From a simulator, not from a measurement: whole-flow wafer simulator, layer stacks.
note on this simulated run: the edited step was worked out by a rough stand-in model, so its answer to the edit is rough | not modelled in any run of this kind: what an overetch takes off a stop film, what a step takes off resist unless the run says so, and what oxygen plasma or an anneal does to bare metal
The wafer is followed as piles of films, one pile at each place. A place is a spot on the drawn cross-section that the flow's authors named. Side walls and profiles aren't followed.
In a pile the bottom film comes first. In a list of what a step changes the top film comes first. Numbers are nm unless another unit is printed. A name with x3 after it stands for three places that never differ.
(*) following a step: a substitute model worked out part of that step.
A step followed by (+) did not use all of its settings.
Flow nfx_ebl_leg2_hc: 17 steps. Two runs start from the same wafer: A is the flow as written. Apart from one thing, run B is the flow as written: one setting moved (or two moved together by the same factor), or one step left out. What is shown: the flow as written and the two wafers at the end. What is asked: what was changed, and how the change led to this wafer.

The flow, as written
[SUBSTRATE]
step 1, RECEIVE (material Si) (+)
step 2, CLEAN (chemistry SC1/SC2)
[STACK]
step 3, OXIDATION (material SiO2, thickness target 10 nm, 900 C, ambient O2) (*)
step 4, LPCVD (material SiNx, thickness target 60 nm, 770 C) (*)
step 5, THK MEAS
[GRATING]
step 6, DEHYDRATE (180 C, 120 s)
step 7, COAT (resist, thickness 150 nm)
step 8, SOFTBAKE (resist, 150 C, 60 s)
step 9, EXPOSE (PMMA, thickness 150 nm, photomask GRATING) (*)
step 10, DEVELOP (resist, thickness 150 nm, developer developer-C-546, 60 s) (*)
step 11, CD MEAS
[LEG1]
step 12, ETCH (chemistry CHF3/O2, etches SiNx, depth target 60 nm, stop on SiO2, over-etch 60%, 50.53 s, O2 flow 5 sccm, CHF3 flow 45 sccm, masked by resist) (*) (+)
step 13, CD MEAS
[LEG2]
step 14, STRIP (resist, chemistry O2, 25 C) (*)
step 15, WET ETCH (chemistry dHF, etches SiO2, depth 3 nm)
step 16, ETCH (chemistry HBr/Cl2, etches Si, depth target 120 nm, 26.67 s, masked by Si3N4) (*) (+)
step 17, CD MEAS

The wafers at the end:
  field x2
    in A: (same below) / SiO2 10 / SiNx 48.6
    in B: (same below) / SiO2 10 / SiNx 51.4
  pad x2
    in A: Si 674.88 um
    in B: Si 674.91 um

Cause: step 16, ETCH: depth target 90 nm was run, while the flow as written has depth target 120 nm; step 16, ETCH: 20 s was run, where the flow has 26.67 s.

The path from the change to this, step by step:
  step 16, ETCH (chemistry HBr/Cl2, etches Si, depth target 120 nm, 26.67 s, masked by Si3N4) (*) (+)
      field x2: A -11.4 SiNx | B -8.57 SiNx
      pad x2: A -120 Si | B -90 Si
